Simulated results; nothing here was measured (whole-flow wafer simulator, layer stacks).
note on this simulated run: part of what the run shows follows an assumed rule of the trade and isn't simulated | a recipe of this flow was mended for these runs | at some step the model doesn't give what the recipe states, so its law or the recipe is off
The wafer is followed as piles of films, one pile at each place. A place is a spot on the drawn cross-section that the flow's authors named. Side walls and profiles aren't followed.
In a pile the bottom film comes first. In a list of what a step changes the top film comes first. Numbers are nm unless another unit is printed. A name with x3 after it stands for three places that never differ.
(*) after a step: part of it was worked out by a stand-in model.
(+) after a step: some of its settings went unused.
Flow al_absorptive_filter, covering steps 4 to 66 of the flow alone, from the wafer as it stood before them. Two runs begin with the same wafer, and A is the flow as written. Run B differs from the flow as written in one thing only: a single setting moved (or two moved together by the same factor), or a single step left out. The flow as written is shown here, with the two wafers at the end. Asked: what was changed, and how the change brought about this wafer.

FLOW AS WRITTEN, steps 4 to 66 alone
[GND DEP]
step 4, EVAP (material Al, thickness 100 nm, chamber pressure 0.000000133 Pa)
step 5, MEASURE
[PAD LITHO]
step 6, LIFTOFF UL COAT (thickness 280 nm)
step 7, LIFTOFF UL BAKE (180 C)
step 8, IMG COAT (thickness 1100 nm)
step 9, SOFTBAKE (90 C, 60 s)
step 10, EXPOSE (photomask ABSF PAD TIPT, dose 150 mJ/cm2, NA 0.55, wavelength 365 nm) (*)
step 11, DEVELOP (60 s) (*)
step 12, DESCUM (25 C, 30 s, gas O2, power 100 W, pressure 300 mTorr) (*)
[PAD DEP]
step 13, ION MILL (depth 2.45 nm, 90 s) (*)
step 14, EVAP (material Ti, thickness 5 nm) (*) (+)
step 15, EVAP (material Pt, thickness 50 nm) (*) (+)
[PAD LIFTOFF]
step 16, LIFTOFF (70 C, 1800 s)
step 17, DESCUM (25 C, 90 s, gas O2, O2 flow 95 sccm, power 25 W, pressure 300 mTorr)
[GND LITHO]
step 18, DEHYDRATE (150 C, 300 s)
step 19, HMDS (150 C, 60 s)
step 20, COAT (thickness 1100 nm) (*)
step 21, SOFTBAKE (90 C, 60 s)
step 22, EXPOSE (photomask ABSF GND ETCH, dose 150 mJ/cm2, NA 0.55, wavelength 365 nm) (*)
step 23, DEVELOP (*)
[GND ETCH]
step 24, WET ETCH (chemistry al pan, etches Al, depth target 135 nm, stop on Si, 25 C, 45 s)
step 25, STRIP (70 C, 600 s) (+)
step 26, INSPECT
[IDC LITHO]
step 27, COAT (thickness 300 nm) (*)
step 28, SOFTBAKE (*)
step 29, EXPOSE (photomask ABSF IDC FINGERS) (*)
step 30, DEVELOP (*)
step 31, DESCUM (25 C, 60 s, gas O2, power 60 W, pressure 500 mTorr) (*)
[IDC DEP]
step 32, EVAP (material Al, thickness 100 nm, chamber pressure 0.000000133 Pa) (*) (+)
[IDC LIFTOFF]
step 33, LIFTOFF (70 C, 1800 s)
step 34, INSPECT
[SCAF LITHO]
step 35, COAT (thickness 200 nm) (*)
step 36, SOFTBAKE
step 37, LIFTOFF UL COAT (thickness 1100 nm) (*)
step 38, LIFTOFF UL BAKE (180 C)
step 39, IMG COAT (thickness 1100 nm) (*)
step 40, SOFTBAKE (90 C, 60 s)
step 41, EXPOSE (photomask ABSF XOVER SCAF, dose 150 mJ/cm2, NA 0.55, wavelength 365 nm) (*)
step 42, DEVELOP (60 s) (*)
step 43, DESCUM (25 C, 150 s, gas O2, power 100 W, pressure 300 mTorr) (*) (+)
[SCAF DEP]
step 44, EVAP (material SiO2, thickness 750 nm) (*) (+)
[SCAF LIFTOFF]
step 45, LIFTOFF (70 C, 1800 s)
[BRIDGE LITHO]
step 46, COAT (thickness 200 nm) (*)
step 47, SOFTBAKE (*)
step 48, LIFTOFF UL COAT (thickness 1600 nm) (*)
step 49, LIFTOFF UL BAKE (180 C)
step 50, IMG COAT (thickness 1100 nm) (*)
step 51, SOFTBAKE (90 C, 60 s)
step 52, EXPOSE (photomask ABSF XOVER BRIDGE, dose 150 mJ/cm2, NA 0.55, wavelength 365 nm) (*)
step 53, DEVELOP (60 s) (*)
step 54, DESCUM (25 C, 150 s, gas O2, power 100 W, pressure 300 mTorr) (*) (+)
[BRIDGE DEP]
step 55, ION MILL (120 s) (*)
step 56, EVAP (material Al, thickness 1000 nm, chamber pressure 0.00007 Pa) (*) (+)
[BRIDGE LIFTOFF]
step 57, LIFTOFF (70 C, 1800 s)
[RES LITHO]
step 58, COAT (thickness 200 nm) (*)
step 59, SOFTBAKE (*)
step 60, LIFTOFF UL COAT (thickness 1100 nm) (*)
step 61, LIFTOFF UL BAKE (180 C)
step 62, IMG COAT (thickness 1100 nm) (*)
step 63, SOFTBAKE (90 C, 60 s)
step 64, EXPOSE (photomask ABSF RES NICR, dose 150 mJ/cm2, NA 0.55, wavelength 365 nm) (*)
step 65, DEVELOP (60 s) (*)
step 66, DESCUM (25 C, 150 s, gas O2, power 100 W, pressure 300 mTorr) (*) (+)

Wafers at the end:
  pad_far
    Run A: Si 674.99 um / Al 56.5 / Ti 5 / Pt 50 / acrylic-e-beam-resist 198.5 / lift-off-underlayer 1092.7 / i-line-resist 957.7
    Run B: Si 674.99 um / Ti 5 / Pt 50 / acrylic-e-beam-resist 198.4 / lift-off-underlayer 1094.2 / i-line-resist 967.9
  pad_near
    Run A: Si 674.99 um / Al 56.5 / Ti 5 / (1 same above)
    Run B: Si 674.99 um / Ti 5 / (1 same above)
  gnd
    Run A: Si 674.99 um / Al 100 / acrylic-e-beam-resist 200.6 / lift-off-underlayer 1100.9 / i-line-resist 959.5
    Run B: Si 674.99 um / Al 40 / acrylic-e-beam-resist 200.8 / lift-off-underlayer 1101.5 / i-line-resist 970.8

What caused this: step 4, EVAP: thickness 40 nm was run, while the flow as written has thickness 100 nm.
The wafer lets one read it off: gnd has Al 40, and step 4 as written asks for 100 nm.

Step by step, how the change led to this:
  step 4, EVAP (material Al, thickness 100 nm, chamber pressure 0.000000133 Pa)
      gnd, pad_far, pad_near and 11 more: A Al gains 100 (new film) | B Al gains 40 (new film)
  step 13, ION MILL (depth 2.45 nm, 90 s) (*)
      pad_far, pad_near: A Al loses 30.2 | B Al loses 26.7 (all of it), Si loses 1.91
  step 24, WET ETCH (chemistry al pan, etches Al, depth target 135 nm, stop on Si, 25 C, 45 s)
      res, xl_gap, idc_field, idc_line, idc_space: A Al loses 86.7 (all of it) | B Al loses 26.7 (all of it)
  step 27, COAT (thickness 300 nm) (*)
      ledge: A e-beam-resist gains 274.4 (new film) | B e-beam-resist gains 292.6 (new film)
      res: A e-beam-resist gains 349.6 (new film) | B e-beam-resist gains 321.3 (new film)
      (and at 2 other places as well)
  step 33, LIFTOFF (70 C, 1800 s)
      ledge: A Al loses 100 (all of it), e-beam-resist loses 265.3 (all of it) | B Al loses 100 (all of it), e-beam-resist loses 283.5 (all of it)
      res: A Al loses 100 (all of it), e-beam-resist loses 340.6 (all of it) | B Al loses 100 (all of it), e-beam-resist loses 312.3 (all of it)
      (and at 2 other places as well)
  step 35, COAT (thickness 200 nm) (*)
      ledge: A acrylic-e-beam-resist gains 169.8 (new film) | B acrylic-e-beam-resist gains 190.6 (new film)
      res: A acrylic-e-beam-resist gains 231.4 (new film) | B acrylic-e-beam-resist gains 213.8 (new film)
      (and at 2 other places as well)
  step 37, LIFTOFF UL COAT (thickness 1100 nm) (*)
      res: A lift-off-underlayer gains 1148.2 (new film) | B lift-off-underlayer gains 1120.2 (new film)
  step 43, DESCUM (25 C, 150 s, gas O2, power 100 W, pressure 300 mTorr) (*) (+)
      gnd, pad_far, pad_near and 7 more: A i-line-resist loses 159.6 | B i-line-resist loses 136.2
      xl_gap: A acrylic-e-beam-resist loses 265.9 (all of it) | B acrylic-e-beam-resist loses 227 (all of it)
      (and at 1 other place as well)
  step 45, LIFTOFF (70 C, 1800 s)
      gnd, xa_field, xl_land, idc_field: A SiO2 loses 750 (all of it), i-line-resist loses 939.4 (all of it), lift-off-underlayer loses 1100 (all of it), acrylic-e-beam-resist loses 200 (all of it) | B SiO2 loses 750 (all of it), i-line-resist loses 962.7 (all of it), lift-off-underlayer loses 1100 (all of it), acrylic-e-beam-resist loses 200 (all of it)
      pad_far: A SiO2 loses 750 (all of it), i-line-resist loses 937 (all of it), lift-off-underlayer loses 1092.7 (all of it), acrylic-e-beam-resist loses 198.5 (all of it) | B SiO2 loses 750 (all of it), i-line-resist loses 960 (all of it), lift-off-underlayer loses 1094.2 (all of it), acrylic-e-beam-resist loses 198.4 (all of it)
      (and at 4 other places as well)
  step 46, COAT (thickness 200 nm) (*)
      ledge: A acrylic-e-beam-resist gains 169.8 (new film) | B acrylic-e-beam-resist gains 190.6 (new film)
      res: A acrylic-e-beam-resist gains 231.4 (new film) | B acrylic-e-beam-resist gains 213.8 (new film)
      (and at 2 other places as well)
  step 48, LIFTOFF UL COAT (thickness 1600 nm) (*)
      xl_gap: A lift-off-underlayer gains 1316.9 (new film) | B lift-off-underlayer gains 1284.4 (new film)
  step 53, DEVELOP (60 s) (*)
      xl_gap: A i-line-resist loses 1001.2 (all of it), lift-off-underlayer loses 1316.9 (all of it) | B i-line-resist loses 996.8 (all of it), lift-off-underlayer loses 1284.4 (all of it)
  step 54, DESCUM (25 C, 150 s, gas O2, power 100 W, pressure 300 mTorr) (*) (+)
      xl_gap: A acrylic-e-beam-resist loses 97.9 (all of it) | B acrylic-e-beam-resist loses 81 (all of it)
      xl_turn: A acrylic-e-beam-resist loses 141.8 (all of it) | B acrylic-e-beam-resist loses 151.9 (all of it)
  step 55, ION MILL (120 s) (*)
      xl_land: A Al loses 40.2 | B Al loses 40 (all of it), Si loses 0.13
  step 56, EVAP (material Al, thickness 1000 nm, chamber pressure 0.00007 Pa) (*) (+)
      xl_land: A Al gains 1000 | B Al gains 1000 (new film)
  step 57, LIFTOFF (70 C, 1800 s)
      ledge: A Al loses 1000 (all of it), i-line-resist loses 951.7 (all of it), lift-off-underlayer loses 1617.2 (all of it), acrylic-e-beam-resist loses 169.8 (all of it) | B Al loses 1000 (all of it), i-line-resist loses 945 (all of it), lift-off-underlayer loses 1607.2 (all of it), acrylic-e-beam-resist loses 190.6 (all of it)
      res: A Al loses 1000 (all of it), i-line-resist loses 954.3 (all of it), lift-off-underlayer loses 1653.2 (all of it), acrylic-e-beam-resist loses 231.4 (all of it) | B Al loses 1000 (all of it), i-line-resist loses 946.6 (all of it), lift-off-underlayer loses 1622.3 (all of it), acrylic-e-beam-resist loses 213.8 (all of it)
  ... 3 further steps ...
  step 66, DESCUM (25 C, 150 s, gas O2, power 100 W, pressure 300 mTorr) (*) (+)
      gnd, pad_far, xa_field and 8 more: A i-line-resist loses 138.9 | B i-line-resist loses 128.3
      ledge: A acrylic-e-beam-resist loses 169.8 (all of it) | B acrylic-e-beam-resist loses 190.6 (all of it)
      (and at 1 other place as well)
